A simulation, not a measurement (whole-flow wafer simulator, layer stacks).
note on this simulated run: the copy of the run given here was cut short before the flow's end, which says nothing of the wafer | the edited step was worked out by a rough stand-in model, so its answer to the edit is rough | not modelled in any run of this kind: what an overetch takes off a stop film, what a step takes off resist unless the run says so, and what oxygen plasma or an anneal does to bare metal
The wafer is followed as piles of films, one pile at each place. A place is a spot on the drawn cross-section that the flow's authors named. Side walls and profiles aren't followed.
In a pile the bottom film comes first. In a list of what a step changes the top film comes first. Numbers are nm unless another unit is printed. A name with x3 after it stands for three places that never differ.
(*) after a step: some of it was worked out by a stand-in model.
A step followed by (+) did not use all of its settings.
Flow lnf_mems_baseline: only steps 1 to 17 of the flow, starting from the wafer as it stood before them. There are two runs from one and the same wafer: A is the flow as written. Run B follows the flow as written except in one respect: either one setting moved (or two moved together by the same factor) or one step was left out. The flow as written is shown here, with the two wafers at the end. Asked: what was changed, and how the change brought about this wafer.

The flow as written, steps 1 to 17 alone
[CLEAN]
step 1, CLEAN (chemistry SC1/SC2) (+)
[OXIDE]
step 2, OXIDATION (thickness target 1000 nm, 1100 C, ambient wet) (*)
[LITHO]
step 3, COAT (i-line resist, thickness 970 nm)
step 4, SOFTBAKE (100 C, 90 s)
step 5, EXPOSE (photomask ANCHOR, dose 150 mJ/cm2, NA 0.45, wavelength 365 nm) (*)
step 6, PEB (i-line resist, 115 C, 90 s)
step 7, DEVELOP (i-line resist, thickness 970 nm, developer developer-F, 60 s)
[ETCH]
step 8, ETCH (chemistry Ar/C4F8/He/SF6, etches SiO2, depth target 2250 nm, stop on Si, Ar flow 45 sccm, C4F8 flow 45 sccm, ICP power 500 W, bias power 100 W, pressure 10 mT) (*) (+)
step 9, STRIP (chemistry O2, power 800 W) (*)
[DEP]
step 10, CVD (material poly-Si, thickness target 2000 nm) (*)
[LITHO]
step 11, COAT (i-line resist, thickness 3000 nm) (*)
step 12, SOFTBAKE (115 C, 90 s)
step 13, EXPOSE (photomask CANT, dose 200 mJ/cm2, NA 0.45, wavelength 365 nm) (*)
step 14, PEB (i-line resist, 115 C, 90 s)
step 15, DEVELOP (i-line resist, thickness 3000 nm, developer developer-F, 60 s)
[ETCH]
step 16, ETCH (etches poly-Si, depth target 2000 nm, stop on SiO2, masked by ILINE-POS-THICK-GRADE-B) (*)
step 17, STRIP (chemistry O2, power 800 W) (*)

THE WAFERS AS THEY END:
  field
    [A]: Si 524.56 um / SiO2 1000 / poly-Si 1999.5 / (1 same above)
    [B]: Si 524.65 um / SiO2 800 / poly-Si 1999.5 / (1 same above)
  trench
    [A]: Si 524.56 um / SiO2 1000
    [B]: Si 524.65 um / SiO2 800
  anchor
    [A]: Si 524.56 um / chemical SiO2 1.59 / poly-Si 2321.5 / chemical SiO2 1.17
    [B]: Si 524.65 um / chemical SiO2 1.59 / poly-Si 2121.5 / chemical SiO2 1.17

What caused this: step 2, OXIDATION: thickness target 800 nm was run, whereas the flow has thickness target 1000 nm.
The wafer itself shows it: field has SiO2 800, and step 2 as written asks for 1000 nm.

Step by step, how the change led to this:
  step 2, OXIDATION (thickness target 1000 nm, 1100 C, ambient wet) (*)
      field, anchor, beam, trench, char_slit: A SiO2 gains 1000 (new film), chemical SiO2 loses 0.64 (all of it), Si loses 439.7 | B SiO2 gains 800 (new film), chemical SiO2 loses 0.64 (all of it), Si loses 351.7
  step 8, ETCH (chemistry Ar/C4F8/He/SF6, etches SiO2, depth target 2250 nm, stop on Si, Ar flow 45 sccm, C4F8 flow 45 sccm, ICP power 500 W, bias power 100 W, pressure 10 mT) (*) (+)
      field, beam, trench, char_slit: A i-line resist loses 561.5 | B i-line resist loses 461.5
      anchor: A SiO2 loses 1000 (all of it) | B SiO2 loses 800 (all of it)
  step 9, STRIP (chemistry O2, power 800 W) (*)
      field, beam, trench, char_slit: A i-line resist loses 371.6 (all of it) | B i-line resist loses 471.6 (all of it)
  step 10, CVD (material poly-Si, thickness target 2000 nm) (*)
      anchor: A poly-Si gains 2322 (new film) | B poly-Si gains 2122 (new film)
